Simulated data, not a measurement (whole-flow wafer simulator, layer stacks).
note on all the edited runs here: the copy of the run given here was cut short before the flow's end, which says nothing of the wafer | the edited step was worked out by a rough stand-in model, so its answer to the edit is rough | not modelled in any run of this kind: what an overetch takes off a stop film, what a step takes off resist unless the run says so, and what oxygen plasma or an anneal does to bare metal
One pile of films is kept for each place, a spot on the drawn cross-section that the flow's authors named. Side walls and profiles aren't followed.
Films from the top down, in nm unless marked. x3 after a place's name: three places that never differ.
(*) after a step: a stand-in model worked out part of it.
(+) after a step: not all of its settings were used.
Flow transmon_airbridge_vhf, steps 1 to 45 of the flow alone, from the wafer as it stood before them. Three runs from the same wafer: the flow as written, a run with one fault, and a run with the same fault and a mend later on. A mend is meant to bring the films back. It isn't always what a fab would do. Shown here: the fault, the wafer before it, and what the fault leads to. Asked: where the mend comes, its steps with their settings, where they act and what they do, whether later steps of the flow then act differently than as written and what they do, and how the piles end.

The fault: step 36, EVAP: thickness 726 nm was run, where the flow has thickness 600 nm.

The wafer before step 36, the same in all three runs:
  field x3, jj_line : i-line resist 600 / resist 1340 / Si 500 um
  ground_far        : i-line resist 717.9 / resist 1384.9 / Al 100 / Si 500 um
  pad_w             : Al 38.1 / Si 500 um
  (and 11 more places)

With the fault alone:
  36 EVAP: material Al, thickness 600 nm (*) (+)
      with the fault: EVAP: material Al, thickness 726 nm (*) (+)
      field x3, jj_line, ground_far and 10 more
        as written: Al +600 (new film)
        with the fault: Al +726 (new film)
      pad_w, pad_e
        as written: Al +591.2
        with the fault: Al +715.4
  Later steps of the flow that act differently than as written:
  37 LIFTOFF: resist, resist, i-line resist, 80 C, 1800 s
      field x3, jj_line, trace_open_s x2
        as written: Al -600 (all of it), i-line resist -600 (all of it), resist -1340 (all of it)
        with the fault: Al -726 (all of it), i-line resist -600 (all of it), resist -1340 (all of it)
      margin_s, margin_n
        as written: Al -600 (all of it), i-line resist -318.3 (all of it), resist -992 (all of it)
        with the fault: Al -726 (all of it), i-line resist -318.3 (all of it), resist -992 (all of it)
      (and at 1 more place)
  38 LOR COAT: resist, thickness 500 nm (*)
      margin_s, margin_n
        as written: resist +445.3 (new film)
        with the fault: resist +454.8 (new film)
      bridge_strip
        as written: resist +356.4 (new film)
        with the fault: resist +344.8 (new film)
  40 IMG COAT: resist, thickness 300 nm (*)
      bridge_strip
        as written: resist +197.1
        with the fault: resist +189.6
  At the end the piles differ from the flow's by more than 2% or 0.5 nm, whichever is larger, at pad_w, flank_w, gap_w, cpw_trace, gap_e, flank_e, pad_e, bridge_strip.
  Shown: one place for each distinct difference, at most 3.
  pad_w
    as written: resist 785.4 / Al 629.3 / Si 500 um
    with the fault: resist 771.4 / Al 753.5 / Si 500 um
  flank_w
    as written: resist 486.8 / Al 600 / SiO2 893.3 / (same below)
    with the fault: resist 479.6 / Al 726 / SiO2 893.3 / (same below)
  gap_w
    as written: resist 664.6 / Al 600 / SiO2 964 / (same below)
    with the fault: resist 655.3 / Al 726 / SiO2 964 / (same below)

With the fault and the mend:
  The mend comes after step 36.
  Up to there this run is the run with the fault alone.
  36a METAL ETCH: etches Al, depth 126 nm (the flow's step 11 once more, with other settings)
      field x3, jj_line, ground_far and 12 more
        Al -126
  No later step of the flow acts differently than as written, at any place that is followed, by more than 2% or 0.5 nm, whichever is larger.
  At the end the piles differ from the flow's only slightly at the places that both follow, by at most 2% or 0.5 nm, whichever is larger.
